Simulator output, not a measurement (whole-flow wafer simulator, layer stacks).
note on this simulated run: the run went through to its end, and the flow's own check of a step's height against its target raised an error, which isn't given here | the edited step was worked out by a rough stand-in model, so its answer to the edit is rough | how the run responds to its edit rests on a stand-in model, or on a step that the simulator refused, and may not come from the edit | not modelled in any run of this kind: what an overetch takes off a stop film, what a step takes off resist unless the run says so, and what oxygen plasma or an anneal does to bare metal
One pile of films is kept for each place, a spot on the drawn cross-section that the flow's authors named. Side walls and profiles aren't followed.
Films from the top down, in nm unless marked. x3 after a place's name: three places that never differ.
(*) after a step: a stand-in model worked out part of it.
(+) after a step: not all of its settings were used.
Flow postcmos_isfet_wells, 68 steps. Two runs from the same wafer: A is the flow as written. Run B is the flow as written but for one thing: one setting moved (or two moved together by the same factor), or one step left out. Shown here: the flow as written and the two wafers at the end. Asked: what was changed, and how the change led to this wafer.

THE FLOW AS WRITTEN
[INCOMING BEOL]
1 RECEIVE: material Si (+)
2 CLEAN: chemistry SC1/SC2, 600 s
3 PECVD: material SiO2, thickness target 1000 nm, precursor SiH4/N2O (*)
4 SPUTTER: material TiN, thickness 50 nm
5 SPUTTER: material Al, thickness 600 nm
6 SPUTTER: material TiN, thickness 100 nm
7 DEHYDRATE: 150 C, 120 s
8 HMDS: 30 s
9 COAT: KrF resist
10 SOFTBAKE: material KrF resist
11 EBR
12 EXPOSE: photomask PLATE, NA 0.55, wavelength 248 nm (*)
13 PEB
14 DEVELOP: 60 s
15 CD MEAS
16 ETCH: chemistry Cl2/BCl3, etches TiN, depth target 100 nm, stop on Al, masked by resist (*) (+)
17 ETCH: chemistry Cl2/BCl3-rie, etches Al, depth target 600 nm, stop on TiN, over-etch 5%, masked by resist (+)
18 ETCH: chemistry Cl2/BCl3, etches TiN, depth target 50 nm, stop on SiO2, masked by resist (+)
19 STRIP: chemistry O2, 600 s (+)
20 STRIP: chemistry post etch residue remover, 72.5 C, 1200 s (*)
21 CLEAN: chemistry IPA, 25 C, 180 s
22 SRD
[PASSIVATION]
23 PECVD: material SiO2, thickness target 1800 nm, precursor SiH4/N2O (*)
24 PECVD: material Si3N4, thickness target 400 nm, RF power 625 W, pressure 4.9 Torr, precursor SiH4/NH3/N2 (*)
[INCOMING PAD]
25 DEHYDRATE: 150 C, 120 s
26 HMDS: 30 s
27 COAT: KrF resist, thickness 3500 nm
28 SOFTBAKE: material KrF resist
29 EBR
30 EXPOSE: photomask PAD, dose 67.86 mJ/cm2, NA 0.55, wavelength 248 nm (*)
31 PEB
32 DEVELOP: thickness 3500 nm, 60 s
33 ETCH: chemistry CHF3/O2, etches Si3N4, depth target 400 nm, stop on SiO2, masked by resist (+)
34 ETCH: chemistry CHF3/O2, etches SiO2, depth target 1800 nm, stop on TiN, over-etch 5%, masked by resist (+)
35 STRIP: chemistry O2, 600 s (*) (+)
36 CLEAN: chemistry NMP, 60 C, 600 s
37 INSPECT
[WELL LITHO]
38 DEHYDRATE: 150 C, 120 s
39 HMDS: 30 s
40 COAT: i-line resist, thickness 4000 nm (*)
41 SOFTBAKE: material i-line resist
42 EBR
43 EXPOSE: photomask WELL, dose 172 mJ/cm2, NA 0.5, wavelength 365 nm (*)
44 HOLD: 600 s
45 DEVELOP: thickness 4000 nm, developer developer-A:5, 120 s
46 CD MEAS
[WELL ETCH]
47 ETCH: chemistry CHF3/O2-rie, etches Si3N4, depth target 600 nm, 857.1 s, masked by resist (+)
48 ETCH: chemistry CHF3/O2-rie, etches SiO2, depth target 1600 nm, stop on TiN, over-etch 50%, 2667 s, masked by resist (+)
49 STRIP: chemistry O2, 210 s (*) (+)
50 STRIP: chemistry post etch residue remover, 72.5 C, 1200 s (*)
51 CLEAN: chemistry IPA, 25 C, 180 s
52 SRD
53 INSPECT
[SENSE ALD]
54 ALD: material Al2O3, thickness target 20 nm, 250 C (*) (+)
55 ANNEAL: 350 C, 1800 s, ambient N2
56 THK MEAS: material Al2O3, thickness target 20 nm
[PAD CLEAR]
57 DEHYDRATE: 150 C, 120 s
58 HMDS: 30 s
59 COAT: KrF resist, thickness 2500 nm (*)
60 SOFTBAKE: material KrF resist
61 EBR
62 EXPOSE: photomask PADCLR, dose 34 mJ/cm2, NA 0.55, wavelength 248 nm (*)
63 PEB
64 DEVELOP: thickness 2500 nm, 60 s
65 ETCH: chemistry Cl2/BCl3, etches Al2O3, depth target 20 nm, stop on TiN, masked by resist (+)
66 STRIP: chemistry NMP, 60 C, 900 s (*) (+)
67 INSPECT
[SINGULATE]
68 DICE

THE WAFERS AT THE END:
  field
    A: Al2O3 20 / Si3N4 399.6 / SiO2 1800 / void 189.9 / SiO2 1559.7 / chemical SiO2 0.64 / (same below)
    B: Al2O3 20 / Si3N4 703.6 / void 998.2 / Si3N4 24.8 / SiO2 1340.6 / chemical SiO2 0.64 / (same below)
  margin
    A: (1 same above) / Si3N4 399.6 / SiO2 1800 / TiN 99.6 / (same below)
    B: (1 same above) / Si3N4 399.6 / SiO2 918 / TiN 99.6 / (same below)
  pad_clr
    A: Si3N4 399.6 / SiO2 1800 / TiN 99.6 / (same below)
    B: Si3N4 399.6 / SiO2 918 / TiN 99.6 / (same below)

The cause: step 23, PECVD: thickness target 918 nm was run, where the flow has thickness target 1800 nm.
It can be read off the wafer: margin has SiO2 918, and step 23 as written asks for 1800 nm.

How the change led to this, step by step:
  23 PECVD: material SiO2, thickness target 1800 nm, precursor SiH4/N2O (*)
      field: A SiO2 +1800 (new film), void +189.9 (new film), SiO2 +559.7 | B SiO2 +340.6
      margin, well900, well1300 x3, pad_rim, pad_clr, pad_open: A SiO2 +1800 (new film) | B SiO2 +918 (new film)
  24 PECVD: material Si3N4, thickness target 400 nm, RF power 625 W, pressure 4.9 Torr, precursor SiH4/NH3/N2 (*)
      field: A Si3N4 +400 (new film) | B Si3N4 +704 (new film), void +998.2 (new film), Si3N4 +24.8 (new film)
  34 ETCH: chemistry CHF3/O2, etches SiO2, depth target 1800 nm, stop on TiN, over-etch 5%, masked by resist (+)
      field, margin, well900, well1300 x3, pad_rim, pad_clr: A KrF resist -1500 | B KrF resist -803.2
      pad_open: A SiO2 -1800 (all of it) | B SiO2 -918 (all of it)
  35 STRIP: chemistry O2, 600 s (*) (+)
      field, margin, well900, well1300 x3, pad_rim, pad_clr: A KrF resist -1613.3 (all of it) | B KrF resist -2310.1 (all of it)
  40 COAT: i-line resist, thickness 4000 nm (*)
      pad_clr: A i-line resist +3256.8 (new film) | B i-line resist +3539.4 (new film)
      pad_open: A i-line resist +4804.7 (new film) | B i-line resist +4486.2 (new film)
  41 SOFTBAKE: material i-line resist
      pad_clr: A i-line resist -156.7 | B i-line resist -76
      pad_open: A i-line resist +115.3 | B i-line resist +73.1
  48 ETCH: chemistry CHF3/O2-rie, etches SiO2, depth target 1600 nm, stop on TiN, over-etch 50%, 2667 s, masked by resist (+)
      well900, well1300 x3: A SiO2 -1600 (all of it) | B SiO2 -718 (all of it)
  49 STRIP: chemistry O2, 210 s (*) (+)
      pad_clr: A i-line resist -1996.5 (all of it) | B i-line resist -2359.7 (all of it)
      pad_open: A i-line resist -3816.3 (all of it) | B i-line resist -3455.7 (all of it)
  59 COAT: KrF resist, thickness 2500 nm (*)
      field: A KrF resist +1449 (new film) | B KrF resist +1870.3 (new film)
      margin: A KrF resist +1448.9 (new film) | B KrF resist +1870.3 (new film)
      (and at 3 more places)
  60 SOFTBAKE: material KrF resist
      pad_clr: A KrF resist -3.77 | B KrF resist -2.46
  63 PEB
      field, margin: A KrF resist -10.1 | B KrF resist -13.1
      pad_rim: A KrF resist -13.9 | B KrF resist -15.4
      (and at 2 more places)
  64 DEVELOP: thickness 2500 nm, 60 s
      pad_clr: A KrF resist -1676 (all of it) | B KrF resist -1980.4 (all of it)
      pad_open: A KrF resist -3045.1 (all of it) | B KrF resist -2821.3 (all of it)
  66 STRIP: chemistry NMP, 60 C, 900 s (*) (+)
      field, margin: A KrF resist -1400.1 (all of it) | B KrF resist -1818.4 (all of it)
      pad_rim: A KrF resist -1923.7 (all of it) | B KrF resist -2126.5 (all of it)
